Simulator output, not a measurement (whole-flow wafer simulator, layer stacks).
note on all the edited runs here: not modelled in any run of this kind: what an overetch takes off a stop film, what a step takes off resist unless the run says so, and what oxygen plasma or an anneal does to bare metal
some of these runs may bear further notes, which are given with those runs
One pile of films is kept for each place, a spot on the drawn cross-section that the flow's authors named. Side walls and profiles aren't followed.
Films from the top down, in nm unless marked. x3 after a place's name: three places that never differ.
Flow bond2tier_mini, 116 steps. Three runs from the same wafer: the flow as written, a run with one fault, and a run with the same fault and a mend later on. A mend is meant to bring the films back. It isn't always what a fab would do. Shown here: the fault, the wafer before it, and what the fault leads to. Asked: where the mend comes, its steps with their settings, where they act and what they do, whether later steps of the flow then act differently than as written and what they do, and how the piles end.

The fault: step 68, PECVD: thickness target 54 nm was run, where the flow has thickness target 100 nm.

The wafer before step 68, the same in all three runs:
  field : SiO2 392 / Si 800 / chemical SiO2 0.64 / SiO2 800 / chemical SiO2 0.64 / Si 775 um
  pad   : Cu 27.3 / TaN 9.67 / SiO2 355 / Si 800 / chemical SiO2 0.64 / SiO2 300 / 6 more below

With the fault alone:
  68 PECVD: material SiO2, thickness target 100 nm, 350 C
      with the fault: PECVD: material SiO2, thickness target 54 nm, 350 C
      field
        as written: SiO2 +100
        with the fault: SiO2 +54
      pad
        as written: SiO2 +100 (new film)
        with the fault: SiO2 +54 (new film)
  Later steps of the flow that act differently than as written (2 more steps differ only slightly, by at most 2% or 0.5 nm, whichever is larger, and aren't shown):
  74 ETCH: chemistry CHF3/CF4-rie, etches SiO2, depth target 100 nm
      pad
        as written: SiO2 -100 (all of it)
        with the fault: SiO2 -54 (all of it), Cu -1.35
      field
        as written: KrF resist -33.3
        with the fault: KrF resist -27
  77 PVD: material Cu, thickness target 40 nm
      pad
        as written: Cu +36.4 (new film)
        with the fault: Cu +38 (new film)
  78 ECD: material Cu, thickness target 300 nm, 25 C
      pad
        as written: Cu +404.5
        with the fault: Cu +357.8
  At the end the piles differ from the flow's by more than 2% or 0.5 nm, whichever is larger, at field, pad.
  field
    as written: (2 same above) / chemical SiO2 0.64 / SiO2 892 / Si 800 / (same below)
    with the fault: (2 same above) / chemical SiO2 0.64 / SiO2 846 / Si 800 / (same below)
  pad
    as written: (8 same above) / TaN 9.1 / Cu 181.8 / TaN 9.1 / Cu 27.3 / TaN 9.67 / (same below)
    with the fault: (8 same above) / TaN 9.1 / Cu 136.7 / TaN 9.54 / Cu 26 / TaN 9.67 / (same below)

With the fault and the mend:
  The mend comes after step 68.
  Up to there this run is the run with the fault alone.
  68a PECVD: material SiO2, thickness target 46 nm, 350 C (the flow's step 68 once more, with other settings)
      field, pad
        SiO2 +46
  No later step of the flow acts differently than as written at any place that is followed.
  At the end the piles are the same as the flow's at every place that both follow.
